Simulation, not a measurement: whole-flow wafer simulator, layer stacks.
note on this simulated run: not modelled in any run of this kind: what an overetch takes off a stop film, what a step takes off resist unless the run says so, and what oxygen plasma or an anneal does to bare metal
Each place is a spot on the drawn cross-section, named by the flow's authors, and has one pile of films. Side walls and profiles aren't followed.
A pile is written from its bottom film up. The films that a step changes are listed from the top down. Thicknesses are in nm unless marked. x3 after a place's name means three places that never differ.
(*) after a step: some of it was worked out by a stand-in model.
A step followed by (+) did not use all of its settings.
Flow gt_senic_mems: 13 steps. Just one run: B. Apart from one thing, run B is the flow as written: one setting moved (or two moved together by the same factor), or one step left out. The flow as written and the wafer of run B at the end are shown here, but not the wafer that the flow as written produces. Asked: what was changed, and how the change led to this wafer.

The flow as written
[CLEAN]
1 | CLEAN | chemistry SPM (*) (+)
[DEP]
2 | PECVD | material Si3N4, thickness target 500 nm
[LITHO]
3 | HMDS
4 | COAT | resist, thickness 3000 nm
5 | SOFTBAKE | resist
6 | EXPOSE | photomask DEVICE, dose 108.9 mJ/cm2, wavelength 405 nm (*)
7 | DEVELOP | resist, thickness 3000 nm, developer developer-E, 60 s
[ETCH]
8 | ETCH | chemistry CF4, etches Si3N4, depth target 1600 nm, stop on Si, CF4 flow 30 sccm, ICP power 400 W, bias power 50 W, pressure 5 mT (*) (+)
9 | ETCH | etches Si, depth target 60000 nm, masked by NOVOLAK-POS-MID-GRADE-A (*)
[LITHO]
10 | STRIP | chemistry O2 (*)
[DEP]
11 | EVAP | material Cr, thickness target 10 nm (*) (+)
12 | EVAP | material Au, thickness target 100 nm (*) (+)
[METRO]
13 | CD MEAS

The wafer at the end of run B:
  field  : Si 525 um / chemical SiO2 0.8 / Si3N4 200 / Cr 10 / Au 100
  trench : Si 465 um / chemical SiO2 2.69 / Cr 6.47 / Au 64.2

The reason: step 2, PECVD: thickness target 200 nm was run, whereas the flow has thickness target 500 nm.
The wafer lets one read it off: field has Si3N4 200, and step 2 as written asks for 500 nm.

Step by step, how the change led to this:
  2 | PECVD | material Si3N4, thickness target 500 nm
      field, trench: +200 Si3N4 (new film) (in the flow as written it would be: +500 Si3N4 (new film))
  8 | ETCH | chemistry CF4, etches Si3N4, depth target 1600 nm, stop on Si, CF4 flow 30 sccm, ICP power 400 W, bias power 50 W, pressure 5 mT (*) (+)
      field: -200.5 resist (in the flow as written it would be: -400.5 resist)
      trench: -200 Si3N4 (all of it), -0.8 chemical SiO2 (all of it) (in the flow as written it would be: -500 Si3N4 (all of it), -0.8 chemical SiO2 (all of it))
  10 | STRIP | chemistry O2 (*)
      field: -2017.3 resist (all of it) (in the flow as written it would be: -1817.3 resist (all of it))
